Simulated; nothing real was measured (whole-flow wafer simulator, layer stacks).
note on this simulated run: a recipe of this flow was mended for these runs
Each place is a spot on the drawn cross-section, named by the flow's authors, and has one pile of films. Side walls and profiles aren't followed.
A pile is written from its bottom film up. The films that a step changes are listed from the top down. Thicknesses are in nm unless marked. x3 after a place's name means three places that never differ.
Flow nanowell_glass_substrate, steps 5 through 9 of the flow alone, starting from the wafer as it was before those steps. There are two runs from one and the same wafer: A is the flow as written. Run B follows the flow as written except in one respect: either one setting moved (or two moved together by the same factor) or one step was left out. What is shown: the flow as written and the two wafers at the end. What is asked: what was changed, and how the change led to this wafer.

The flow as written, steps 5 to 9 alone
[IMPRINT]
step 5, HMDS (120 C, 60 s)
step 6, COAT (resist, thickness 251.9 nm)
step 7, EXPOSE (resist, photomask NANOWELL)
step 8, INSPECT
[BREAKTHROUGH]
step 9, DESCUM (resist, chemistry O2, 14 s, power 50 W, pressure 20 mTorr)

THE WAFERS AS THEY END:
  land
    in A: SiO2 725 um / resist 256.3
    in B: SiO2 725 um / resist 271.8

What caused this: step 6, COAT: thickness 268.9 nm was run, though the flow has thickness 251.9 nm.

Step by step, how the change led to this:
  step 6, COAT (resist, thickness 251.9 nm)
      land, w350 x4: A resist gains 251.9 (new film) | B resist gains 268.9 (new film)
  step 7, EXPOSE (resist, photomask NANOWELL)
      land: A resist gains 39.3 | B resist gains 37.8
  step 9, DESCUM (resist, chemistry O2, 14 s, power 50 W, pressure 20 mTorr)
      w350 x4: A resist loses 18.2 (all of it) | B resist loses 33.7 (all of it)
